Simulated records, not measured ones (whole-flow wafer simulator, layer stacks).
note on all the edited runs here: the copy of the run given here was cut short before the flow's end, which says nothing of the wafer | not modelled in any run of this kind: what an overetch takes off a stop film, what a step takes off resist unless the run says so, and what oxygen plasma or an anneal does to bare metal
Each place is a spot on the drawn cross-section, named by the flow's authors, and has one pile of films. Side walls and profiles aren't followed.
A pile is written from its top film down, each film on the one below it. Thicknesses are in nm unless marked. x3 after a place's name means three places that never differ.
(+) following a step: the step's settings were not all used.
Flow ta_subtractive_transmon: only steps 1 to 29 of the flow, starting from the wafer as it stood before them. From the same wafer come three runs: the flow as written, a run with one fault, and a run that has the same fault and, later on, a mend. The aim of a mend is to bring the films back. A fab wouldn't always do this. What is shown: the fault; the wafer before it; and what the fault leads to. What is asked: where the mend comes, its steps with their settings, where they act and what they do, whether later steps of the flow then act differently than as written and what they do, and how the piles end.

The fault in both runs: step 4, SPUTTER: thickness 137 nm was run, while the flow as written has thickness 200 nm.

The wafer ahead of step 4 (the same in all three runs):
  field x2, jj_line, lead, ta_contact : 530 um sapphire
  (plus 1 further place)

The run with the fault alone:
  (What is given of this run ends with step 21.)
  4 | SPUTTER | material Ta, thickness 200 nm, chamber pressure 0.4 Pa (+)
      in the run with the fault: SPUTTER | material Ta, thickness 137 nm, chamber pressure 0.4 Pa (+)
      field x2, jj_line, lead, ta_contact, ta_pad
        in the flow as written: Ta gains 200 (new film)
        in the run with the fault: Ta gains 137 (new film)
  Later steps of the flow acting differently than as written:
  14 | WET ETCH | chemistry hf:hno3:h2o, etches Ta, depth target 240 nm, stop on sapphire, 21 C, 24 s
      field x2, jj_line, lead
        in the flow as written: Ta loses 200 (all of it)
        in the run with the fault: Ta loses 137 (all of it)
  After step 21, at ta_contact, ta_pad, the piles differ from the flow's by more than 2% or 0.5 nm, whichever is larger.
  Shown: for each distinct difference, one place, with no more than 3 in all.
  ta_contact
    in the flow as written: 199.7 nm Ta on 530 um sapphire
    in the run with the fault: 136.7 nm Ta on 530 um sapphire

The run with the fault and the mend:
  After step 4 comes the mend.
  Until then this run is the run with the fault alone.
  4a | SPUTTER | material Ta, thickness 63 nm, chamber pressure 0.4 Pa (+) (the flow's step 4, run once more with other settings)
      field x2, jj_line, lead, ta_contact, ta_pad
        Ta gains 63
  Every later step of the flow that is run acts as written at every place that is followed.
  The piles end the same as the flow's at every place that both follow.
